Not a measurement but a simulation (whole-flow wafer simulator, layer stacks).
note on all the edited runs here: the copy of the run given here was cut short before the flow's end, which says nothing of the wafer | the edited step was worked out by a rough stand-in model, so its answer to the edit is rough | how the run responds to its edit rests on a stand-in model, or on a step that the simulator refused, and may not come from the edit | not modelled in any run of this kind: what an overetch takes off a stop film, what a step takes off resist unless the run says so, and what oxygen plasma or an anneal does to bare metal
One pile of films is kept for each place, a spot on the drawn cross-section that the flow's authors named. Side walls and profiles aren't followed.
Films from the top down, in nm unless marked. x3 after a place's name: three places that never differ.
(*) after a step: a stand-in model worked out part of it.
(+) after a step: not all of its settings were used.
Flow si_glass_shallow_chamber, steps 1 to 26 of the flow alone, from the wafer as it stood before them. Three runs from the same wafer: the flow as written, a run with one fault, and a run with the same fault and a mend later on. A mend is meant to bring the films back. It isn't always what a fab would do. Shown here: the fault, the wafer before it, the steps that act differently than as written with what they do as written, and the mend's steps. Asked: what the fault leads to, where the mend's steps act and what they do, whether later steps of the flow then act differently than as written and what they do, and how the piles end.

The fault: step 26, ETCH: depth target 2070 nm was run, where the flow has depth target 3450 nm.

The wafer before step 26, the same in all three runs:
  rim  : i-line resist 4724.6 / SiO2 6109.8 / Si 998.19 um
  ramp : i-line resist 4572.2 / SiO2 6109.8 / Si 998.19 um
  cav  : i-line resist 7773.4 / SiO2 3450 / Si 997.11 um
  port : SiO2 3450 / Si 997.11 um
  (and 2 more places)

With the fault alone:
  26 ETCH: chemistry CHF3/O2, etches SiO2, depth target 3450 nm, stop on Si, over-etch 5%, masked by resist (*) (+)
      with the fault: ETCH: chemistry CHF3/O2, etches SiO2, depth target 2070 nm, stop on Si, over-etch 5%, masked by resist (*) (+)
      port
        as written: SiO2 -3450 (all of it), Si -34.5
        with the fault: SiO2 -2173.5
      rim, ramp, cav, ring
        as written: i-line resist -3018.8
        with the fault: i-line resist -1811.2
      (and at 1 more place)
  No later step of the flow acts differently than as written at any place that is followed.
  At the end the piles differ from the flow's by more than 2% or 0.5 nm, whichever is larger, at rim, ramp, cav, port, septum, ring.
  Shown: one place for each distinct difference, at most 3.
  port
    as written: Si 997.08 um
    with the fault: SiO2 1276.5 / Si 997.11 um
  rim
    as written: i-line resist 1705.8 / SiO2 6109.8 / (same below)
    with the fault: i-line resist 2913.3 / SiO2 6109.8 / (same below)
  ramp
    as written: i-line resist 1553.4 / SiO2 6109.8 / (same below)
    with the fault: i-line resist 2760.9 / SiO2 6109.8 / (same below)

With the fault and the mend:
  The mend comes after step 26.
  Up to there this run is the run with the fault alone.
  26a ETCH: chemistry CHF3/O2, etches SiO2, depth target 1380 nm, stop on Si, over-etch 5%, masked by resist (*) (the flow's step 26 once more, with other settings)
      rim, ramp, cav, septum, ring
        i-line resist -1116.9
      port
        SiO2 -1276.5 (all of it), Si -34.5
  No later step of the flow acts differently than as written at any place that is followed.
  At the end the piles differ from the flow's by more than 2% or 0.5 nm, whichever is larger, at rim, ramp, septum, ring.
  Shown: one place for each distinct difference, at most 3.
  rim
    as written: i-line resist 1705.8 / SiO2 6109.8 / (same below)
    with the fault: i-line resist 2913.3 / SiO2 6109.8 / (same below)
    with the mend: i-line resist 1796.4 / SiO2 6109.8 / (same below)
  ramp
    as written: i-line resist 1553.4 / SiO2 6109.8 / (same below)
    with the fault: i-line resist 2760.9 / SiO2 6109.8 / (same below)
    with the mend: i-line resist 1644 / SiO2 6109.8 / (same below)
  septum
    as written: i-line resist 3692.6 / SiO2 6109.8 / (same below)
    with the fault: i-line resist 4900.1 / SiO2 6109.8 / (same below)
    with the mend: i-line resist 3783.2 / SiO2 6109.8 / (same below)
